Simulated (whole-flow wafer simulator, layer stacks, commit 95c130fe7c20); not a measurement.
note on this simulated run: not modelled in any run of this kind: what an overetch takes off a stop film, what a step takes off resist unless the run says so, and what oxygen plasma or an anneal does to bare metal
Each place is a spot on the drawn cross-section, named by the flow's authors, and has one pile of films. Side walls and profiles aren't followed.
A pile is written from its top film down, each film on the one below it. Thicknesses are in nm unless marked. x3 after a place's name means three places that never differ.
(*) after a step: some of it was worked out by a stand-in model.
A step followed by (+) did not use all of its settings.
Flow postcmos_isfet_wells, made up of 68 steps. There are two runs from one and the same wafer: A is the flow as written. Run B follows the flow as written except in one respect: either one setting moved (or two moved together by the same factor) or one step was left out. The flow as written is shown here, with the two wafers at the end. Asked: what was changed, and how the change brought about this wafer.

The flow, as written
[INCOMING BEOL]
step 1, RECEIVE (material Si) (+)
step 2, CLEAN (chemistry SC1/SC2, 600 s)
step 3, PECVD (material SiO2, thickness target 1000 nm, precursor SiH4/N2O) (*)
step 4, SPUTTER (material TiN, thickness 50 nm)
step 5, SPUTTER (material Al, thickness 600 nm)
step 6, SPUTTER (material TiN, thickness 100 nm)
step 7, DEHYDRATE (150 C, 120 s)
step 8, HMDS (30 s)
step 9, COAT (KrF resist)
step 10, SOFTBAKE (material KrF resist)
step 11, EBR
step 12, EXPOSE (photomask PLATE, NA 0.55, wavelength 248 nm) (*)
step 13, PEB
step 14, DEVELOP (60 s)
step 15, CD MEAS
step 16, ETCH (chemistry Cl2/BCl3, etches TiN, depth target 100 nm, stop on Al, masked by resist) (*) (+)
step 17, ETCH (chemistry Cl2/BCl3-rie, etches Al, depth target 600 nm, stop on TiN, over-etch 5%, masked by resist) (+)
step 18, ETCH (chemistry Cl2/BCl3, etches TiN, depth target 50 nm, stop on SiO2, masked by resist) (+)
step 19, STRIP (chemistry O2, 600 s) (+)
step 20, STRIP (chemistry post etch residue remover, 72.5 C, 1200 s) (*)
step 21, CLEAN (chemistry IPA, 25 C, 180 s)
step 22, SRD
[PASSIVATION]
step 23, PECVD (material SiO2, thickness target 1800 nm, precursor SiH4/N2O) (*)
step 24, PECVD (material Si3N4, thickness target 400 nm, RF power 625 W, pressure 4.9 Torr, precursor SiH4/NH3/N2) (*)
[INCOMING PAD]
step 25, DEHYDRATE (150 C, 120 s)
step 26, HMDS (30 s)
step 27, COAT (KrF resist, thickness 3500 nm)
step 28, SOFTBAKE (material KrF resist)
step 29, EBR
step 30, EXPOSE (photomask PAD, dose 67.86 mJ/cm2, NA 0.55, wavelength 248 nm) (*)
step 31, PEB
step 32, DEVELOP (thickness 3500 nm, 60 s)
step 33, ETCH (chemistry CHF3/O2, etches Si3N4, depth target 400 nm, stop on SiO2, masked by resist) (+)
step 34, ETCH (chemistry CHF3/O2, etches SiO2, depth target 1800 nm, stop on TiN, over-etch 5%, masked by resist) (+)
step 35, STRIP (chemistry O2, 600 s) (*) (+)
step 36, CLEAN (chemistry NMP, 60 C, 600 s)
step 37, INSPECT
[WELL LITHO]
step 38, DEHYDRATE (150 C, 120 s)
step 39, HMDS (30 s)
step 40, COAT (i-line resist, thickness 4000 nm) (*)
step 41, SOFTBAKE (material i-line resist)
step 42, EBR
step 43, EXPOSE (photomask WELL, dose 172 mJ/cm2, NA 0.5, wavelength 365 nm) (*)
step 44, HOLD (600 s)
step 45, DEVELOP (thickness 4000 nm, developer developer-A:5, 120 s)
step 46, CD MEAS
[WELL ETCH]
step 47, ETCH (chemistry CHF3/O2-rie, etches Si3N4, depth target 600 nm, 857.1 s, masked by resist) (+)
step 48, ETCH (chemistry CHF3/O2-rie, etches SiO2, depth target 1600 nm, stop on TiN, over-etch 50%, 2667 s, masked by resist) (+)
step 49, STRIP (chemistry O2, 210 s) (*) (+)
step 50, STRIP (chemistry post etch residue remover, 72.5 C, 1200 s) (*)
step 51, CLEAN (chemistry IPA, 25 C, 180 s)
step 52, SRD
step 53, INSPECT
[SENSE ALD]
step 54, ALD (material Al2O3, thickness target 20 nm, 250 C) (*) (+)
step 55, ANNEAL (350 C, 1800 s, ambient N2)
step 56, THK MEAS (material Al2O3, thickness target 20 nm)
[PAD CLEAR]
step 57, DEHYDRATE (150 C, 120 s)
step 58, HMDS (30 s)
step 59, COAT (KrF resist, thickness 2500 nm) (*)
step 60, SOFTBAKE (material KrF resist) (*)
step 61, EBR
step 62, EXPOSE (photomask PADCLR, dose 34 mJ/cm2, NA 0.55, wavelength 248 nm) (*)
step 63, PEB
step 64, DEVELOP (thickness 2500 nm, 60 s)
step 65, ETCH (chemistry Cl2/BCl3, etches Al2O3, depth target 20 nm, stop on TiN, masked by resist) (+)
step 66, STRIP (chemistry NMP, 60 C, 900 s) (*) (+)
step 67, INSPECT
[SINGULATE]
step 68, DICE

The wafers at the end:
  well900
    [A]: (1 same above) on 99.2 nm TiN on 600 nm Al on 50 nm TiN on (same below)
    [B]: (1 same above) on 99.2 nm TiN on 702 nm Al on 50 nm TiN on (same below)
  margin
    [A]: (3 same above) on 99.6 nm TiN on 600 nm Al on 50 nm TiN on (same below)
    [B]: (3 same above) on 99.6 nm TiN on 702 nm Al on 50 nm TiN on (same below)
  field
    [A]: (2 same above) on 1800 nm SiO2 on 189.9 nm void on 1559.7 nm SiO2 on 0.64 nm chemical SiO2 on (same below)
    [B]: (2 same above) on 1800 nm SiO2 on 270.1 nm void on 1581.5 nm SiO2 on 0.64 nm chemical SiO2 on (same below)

The reason: step 5, SPUTTER: thickness 702 nm was run, whereas the flow has thickness 600 nm; step 17, ETCH: depth target 702 nm was run, where the flow has depth target 600 nm.
The wafer lets one read it off: well900 has Al 702, and step 5 as written asks for 600 nm.

How this came from the change, step by step:
  step 5, SPUTTER (material Al, thickness 600 nm)
      field, margin, well900, well1300 x3, pad_rim, pad_clr, pad_open: A Al gains 600 (new film) | B Al gains 702 (new film)
  step 17, ETCH (chemistry Cl2/BCl3-rie, etches Al, depth target 600 nm, stop on TiN, over-etch 5%, masked by resist) (+)
      margin, well900, well1300 x3, pad_rim, pad_clr, pad_open: A KrF resist loses 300 | B KrF resist loses 351
      field: A Al loses 600 (all of it) | B Al loses 702 (all of it)
  step 19, STRIP (chemistry O2, 600 s) (+)
      margin, well900, well1300 x3, pad_rim, pad_clr, pad_open: A KrF resist loses 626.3 (all of it) | B KrF resist loses 575.3 (all of it)
  step 23, PECVD (material SiO2, thickness target 1800 nm, precursor SiH4/N2O) (*)
      field: A SiO2 gains 1800 (new film), void gains 189.9 (new film), SiO2 gains 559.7 | B SiO2 gains 1800 (new film), void gains 270.1 (new film), SiO2 gains 581.5
